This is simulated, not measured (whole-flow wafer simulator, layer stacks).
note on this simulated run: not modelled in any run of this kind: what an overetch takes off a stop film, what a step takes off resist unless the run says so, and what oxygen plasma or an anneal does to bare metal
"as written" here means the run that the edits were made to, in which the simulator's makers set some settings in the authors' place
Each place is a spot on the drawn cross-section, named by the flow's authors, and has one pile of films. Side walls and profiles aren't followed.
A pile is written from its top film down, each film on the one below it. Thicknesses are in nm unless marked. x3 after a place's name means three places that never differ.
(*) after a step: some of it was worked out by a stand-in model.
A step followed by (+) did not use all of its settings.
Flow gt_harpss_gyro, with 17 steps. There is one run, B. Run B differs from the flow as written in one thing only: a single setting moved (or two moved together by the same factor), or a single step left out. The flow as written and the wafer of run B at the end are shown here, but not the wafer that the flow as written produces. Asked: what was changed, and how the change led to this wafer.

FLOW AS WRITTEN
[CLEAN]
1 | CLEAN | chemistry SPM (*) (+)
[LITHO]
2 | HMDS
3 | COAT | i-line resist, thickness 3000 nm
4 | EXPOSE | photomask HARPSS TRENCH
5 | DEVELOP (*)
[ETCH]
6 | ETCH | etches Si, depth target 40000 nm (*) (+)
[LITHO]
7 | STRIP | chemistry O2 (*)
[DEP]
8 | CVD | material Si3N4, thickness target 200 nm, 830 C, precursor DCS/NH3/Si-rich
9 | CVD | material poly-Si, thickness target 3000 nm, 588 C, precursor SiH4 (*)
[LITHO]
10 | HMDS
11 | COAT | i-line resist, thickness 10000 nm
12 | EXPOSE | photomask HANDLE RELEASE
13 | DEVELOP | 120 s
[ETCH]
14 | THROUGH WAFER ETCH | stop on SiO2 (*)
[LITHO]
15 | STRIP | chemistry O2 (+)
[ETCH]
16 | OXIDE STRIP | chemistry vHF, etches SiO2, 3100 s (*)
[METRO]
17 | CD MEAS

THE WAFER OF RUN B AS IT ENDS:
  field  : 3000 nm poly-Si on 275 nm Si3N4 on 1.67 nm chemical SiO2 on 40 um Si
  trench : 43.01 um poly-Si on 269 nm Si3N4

The reason: step 8, CVD: thickness target 275 nm was run, though the flow has thickness target 200 nm.
The wafer lets one read it off: field has Si3N4 275, and step 8 as written asks for 200 nm.

The path from the change to this, step by step:
  8 | CVD | material Si3N4, thickness target 200 nm, 830 C, precursor DCS/NH3/Si-rich
      field: +275 Si3N4 (new film) (as written it would have been: +200 Si3N4 (new film))
      trench: +269 Si3N4 (new film) (as written it would have been: +195.9 Si3N4 (new film))
